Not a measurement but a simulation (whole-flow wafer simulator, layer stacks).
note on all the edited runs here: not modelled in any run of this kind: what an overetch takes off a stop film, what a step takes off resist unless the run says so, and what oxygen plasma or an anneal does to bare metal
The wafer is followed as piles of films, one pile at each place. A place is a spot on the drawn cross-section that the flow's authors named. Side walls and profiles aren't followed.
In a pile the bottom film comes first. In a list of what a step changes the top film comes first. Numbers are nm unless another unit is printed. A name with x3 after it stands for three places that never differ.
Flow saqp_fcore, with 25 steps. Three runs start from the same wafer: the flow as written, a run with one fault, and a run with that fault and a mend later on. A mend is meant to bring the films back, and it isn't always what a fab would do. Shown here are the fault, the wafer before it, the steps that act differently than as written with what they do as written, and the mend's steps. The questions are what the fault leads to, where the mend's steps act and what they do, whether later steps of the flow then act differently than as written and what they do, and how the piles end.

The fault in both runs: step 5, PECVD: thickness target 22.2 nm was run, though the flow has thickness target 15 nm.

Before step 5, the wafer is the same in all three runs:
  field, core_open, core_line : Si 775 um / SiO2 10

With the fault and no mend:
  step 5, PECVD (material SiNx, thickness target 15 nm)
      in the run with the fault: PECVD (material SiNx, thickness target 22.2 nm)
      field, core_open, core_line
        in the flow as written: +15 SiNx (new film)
        in the run with the fault: +22.2 SiNx (new film)
  Every later step of the flow that is run acts as written at every place that is followed.
  The piles end different from the flow's at field, core_open, core_line by more than 2% or 0.5 nm, whichever is larger.
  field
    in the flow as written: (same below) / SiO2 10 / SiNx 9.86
    in the run with the fault: (same below) / SiO2 10 / SiNx 17.1
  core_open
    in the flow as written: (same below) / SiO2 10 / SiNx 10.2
    in the run with the fault: (same below) / SiO2 10 / SiNx 17.4
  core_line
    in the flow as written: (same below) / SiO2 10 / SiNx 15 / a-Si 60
    in the run with the fault: (same below) / SiO2 10 / SiNx 22.2 / a-Si 60

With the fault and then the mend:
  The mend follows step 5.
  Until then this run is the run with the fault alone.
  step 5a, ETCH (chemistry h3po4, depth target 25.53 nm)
      field, core_open, core_line
        -22.2 SiNx (all of it)
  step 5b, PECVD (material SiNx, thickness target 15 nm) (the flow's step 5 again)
      field, core_open, core_line
        +15 SiNx (new film)
  Every later step of the flow that is run acts as written at every place that is followed.
  By the end, the piles equal the flow's at every place that both follow.
